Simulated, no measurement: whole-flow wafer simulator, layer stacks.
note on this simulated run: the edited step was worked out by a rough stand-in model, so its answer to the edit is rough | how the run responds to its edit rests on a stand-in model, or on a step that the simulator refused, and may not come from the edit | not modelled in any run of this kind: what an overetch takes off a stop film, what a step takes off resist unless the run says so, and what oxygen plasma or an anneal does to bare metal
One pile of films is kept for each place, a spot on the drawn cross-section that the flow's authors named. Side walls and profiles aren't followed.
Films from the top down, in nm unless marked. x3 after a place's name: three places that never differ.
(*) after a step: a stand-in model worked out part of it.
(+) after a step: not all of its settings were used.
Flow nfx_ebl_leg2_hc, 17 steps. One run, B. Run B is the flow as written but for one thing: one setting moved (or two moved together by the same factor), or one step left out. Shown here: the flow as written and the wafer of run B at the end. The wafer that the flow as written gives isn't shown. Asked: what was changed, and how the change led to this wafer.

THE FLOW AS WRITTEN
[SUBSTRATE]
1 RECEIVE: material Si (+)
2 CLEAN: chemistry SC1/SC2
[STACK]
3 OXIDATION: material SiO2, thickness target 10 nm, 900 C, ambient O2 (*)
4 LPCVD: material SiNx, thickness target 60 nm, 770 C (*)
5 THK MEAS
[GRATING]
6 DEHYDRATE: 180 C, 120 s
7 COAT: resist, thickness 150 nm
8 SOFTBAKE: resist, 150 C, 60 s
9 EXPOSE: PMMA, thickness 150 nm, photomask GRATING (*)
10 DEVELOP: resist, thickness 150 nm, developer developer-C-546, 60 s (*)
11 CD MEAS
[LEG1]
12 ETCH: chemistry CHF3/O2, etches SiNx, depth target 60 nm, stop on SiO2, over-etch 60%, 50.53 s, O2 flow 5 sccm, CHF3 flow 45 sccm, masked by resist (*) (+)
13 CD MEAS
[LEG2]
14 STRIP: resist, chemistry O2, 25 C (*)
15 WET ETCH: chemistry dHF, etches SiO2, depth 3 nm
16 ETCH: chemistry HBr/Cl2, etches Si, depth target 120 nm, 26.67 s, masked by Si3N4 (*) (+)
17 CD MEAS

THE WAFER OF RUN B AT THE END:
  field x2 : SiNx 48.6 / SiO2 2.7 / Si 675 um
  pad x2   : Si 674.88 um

The cause: step 3, OXIDATION: 720 C was run, where the flow has 900 C.

How the change led to this, step by step:
  3 OXIDATION: material SiO2, thickness target 10 nm, 900 C, ambient O2 (*)
      field x2, pad x2: SiO2 +2.7 (new film), chemical SiO2 -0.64 (all of it), Si -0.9 (as written it would be: SiO2 +10 (new film), chemical SiO2 -0.64 (all of it), Si -4.12)
  12 ETCH: chemistry CHF3/O2, etches SiNx, depth target 60 nm, stop on SiO2, over-etch 60%, 50.53 s, O2 flow 5 sccm, CHF3 flow 45 sccm, masked by resist (*) (+)
      pad x2: SiNx -60 (all of it), SiO2 -2.7 (all of it) (as written it would be: SiNx -60 (all of it), SiO2 -10 (all of it))
